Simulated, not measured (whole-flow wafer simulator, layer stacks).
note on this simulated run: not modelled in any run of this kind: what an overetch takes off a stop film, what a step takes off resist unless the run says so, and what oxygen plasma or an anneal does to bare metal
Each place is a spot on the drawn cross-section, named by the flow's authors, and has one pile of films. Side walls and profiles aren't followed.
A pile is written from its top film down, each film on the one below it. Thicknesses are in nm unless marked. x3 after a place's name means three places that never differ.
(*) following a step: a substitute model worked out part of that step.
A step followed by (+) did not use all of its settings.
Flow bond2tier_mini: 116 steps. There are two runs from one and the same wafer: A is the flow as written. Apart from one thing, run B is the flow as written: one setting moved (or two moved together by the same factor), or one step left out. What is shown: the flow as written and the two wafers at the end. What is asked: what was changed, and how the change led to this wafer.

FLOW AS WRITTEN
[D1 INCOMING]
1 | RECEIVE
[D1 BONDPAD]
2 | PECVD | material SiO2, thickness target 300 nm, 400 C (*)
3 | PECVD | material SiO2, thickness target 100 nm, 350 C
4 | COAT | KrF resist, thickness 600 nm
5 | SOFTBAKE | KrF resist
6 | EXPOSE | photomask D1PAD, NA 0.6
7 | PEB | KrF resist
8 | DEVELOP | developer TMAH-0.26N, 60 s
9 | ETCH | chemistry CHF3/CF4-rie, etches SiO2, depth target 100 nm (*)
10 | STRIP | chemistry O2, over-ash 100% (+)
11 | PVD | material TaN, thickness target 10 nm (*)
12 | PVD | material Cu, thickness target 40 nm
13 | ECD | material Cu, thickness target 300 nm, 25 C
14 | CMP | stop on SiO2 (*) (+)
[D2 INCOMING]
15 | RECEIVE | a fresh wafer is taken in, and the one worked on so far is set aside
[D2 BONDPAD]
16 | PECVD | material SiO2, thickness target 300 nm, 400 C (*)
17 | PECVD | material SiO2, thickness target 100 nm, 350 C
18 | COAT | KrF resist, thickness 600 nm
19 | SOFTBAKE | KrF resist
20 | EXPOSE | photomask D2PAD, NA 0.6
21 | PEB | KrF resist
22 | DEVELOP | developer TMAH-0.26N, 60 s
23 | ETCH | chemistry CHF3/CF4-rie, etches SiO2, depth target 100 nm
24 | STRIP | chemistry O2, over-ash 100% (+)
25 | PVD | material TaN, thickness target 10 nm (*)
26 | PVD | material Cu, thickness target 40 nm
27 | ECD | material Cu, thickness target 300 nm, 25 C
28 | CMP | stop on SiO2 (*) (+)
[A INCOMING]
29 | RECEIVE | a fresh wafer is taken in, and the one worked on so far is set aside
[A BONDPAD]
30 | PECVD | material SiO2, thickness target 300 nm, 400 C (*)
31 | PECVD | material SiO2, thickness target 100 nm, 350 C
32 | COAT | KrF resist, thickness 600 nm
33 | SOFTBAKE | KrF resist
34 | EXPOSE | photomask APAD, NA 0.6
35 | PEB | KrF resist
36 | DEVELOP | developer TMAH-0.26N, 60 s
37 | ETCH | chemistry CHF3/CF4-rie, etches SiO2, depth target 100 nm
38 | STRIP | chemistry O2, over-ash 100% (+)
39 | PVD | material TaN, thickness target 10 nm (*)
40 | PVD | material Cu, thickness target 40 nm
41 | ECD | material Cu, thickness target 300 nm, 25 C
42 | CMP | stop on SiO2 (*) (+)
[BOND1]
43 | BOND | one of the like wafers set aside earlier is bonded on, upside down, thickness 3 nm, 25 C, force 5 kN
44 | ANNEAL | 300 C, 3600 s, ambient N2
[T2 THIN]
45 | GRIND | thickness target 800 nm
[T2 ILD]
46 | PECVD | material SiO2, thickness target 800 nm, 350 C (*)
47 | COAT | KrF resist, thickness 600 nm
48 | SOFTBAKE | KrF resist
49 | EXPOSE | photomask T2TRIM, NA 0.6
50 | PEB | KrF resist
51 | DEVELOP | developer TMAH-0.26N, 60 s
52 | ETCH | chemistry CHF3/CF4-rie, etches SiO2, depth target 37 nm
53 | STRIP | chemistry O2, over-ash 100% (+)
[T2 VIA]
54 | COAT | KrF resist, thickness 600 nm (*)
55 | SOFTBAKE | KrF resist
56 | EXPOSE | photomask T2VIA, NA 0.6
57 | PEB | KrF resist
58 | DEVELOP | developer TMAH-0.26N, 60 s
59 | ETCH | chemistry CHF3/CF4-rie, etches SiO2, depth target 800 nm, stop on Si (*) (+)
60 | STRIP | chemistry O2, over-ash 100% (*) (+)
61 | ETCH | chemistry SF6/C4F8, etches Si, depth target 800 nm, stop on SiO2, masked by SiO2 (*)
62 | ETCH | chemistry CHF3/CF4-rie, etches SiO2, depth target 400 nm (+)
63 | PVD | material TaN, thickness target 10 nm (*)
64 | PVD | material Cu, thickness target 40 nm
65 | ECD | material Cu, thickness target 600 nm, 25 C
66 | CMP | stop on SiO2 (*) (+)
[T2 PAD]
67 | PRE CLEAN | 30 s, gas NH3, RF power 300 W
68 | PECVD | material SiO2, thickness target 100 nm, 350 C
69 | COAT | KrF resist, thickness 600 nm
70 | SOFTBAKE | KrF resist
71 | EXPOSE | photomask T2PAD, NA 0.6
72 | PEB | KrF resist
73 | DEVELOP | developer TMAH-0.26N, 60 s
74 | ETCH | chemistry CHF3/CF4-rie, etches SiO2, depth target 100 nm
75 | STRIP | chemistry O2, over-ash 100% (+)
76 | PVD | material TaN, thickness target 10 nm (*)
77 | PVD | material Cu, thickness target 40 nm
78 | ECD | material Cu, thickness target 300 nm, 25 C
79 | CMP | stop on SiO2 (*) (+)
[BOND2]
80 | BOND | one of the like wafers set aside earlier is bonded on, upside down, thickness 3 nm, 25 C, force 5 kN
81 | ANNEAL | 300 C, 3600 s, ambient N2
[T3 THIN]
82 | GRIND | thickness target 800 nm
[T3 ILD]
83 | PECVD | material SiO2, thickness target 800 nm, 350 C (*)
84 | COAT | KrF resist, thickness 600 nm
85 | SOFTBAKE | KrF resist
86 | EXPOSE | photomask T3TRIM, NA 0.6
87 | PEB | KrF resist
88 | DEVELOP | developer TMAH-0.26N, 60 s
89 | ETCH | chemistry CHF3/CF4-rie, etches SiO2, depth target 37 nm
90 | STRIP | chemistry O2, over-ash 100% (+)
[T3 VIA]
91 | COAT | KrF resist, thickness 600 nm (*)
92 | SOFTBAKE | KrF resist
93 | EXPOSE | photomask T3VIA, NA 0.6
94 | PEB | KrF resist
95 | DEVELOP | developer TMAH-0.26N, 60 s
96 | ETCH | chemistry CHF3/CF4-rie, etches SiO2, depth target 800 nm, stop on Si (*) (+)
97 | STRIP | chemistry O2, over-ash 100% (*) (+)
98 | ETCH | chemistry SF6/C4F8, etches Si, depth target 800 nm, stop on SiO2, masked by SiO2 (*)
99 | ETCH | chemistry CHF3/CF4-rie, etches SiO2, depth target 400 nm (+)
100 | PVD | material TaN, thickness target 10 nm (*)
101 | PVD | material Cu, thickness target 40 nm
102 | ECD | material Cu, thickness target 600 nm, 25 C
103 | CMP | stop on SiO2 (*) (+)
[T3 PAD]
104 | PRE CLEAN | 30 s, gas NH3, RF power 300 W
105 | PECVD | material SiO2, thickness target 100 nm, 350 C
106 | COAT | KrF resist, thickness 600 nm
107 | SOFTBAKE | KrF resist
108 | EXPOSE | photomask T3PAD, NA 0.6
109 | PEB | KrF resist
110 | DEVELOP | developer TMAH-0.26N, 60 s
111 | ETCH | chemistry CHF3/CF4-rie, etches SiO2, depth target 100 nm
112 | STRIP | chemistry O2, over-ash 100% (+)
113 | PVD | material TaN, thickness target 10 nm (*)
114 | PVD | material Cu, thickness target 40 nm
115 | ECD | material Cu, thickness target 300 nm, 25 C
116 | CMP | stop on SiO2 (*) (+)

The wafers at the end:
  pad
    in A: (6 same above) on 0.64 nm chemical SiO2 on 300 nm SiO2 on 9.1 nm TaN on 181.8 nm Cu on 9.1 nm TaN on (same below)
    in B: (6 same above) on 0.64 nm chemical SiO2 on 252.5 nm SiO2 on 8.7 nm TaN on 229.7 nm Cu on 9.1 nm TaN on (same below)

What caused this: step 23, ETCH: depth target 147.5 nm was run, whereas the flow has depth target 100 nm.

The path from the change to this, step by step:
  23 | ETCH | chemistry CHF3/CF4-rie, etches SiO2, depth target 100 nm
      pad, via: A SiO2 loses 100 | B SiO2 loses 147.5
      field: A KrF resist loses 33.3 | B KrF resist loses 49.2
  24 | STRIP | chemistry O2, over-ash 100% (+)
      field: A KrF resist loses 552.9 (all of it) | B KrF resist loses 537.1 (all of it)
  26 | PVD | material Cu, thickness target 40 nm
      pad: A Cu gains 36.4 (new film) | B Cu gains 34.8 (new film)
  27 | ECD | material Cu, thickness target 300 nm, 25 C
      pad: A Cu gains 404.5 | B Cu gains 454
      via: A Cu gains 400.2 | B Cu gains 448
  80 | BOND | one of the like wafers set aside earlier is bonded on, upside down, thickness 3 nm, 25 C, force 5 kN
      pad: A Si gains 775 um (new film), chemical SiO2 gains 0.64 (new film), SiO2 gains 300 (new film), TaN gains 9.1 (new film), Cu gains 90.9 | B Si gains 775 um (new film), chemical SiO2 gains 0.64 (new film), SiO2 gains 252.5 (new film), TaN gains 8.7 (new film), Cu gains 138.8
